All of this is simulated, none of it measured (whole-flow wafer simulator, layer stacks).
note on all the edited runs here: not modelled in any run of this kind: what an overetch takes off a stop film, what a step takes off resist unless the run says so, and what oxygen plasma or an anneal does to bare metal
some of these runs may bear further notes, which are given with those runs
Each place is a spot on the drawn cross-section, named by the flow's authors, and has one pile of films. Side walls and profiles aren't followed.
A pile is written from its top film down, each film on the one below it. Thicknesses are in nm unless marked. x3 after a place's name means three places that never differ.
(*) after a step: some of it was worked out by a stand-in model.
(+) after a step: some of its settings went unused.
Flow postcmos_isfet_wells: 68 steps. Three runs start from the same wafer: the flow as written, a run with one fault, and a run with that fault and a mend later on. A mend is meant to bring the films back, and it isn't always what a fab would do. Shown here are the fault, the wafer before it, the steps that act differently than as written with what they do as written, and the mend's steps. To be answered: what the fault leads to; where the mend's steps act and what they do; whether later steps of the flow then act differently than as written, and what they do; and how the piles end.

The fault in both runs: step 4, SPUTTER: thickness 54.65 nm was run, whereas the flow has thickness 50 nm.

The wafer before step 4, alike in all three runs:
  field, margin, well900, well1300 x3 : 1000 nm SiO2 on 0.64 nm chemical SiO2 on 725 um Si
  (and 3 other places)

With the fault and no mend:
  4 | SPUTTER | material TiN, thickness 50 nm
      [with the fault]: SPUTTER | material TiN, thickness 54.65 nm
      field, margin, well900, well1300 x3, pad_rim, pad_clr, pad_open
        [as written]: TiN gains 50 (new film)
        [with the fault]: TiN gains 54.6 (new film)
  Later steps of the flow acting differently than as written (1 more step, not shown, differs only slightly: by at most 2% or 0.5 nm, whichever is larger):
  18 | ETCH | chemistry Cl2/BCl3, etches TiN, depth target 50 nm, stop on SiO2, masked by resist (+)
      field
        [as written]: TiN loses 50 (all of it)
        [with the fault]: TiN loses 50
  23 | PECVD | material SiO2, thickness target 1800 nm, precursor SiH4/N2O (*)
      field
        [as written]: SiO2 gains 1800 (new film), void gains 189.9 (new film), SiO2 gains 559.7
        [with the fault]: SiO2 gains 1800 (new film), void gains 190.2 (new film), SiO2 gains 559.8 (new film)
  The piles end different from the flow's at field, margin, well900, well1300 x3, pad_rim, pad_clr, pad_open by more than 2% or 0.5 nm, whichever is larger.
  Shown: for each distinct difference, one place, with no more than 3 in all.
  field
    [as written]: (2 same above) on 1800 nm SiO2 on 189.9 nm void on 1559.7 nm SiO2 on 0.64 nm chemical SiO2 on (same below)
    [with the fault]: (2 same above) on 1800 nm SiO2 on 190.2 nm void on 559.8 nm SiO2 on 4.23 nm TiN on 1000 nm SiO2 on 0.64 nm chemical SiO2 on (same below)
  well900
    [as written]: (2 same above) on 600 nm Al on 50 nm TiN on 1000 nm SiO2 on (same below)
    [with the fault]: (2 same above) on 600 nm Al on 54.6 nm TiN on 1000 nm SiO2 on (same below)
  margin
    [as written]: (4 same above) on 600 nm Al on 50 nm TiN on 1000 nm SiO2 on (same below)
    [with the fault]: (4 same above) on 600 nm Al on 54.6 nm TiN on 1000 nm SiO2 on (same below)

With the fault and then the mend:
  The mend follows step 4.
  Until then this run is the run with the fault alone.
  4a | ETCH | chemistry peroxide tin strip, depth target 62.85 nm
      field, margin, well900, well1300 x3, pad_rim, pad_clr, pad_open
        TiN loses 54.6 (all of it)
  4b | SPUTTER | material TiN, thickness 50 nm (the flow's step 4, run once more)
      field, margin, well900, well1300 x3, pad_rim, pad_clr, pad_open
        TiN gains 50 (new film)
  Every later step of the flow that is run acts as written at every place that is followed.
  The piles end the same as the flow's at every place that both follow.
